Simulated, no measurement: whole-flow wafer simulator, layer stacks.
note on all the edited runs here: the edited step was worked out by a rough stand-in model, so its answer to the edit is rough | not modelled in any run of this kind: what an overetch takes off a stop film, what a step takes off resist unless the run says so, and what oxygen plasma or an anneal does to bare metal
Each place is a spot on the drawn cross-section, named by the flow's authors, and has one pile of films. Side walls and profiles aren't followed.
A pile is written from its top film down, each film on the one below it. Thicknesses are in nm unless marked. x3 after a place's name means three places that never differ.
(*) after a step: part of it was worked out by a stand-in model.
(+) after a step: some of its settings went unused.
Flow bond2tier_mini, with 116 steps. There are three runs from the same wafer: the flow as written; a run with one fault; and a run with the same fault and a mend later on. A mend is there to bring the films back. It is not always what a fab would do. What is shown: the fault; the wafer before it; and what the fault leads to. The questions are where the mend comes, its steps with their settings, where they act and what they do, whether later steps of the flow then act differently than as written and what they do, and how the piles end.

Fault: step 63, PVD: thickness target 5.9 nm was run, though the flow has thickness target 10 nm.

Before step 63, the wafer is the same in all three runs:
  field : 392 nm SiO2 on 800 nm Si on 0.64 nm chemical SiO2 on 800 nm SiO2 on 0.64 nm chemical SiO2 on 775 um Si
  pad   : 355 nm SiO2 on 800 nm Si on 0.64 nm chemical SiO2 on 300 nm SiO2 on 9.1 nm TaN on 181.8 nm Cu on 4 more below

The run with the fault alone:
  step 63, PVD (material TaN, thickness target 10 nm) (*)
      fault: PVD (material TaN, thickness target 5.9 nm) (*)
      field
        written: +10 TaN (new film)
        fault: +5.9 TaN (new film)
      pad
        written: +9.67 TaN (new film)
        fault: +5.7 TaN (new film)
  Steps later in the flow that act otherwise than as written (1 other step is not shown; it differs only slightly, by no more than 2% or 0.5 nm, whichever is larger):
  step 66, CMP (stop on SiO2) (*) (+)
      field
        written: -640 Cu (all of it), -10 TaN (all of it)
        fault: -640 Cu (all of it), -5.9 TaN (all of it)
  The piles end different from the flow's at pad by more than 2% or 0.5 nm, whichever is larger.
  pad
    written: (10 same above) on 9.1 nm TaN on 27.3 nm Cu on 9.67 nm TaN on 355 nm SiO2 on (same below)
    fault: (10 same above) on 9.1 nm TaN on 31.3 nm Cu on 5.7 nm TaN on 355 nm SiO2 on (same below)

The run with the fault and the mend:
  The mend stands after step 63.
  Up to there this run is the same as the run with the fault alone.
  step 63a, PVD (material TaN, thickness target 4.1 nm) (*) (the flow's step 63, run once more with other settings)
      field
        +4.1 TaN
      pad
        +3.96 TaN
  Every later step of the flow that is run acts as written at every place that is followed.
  At the end the piles are close to the flow's at the places that both follow, differing by at most 2% or 0.5 nm, whichever is larger.
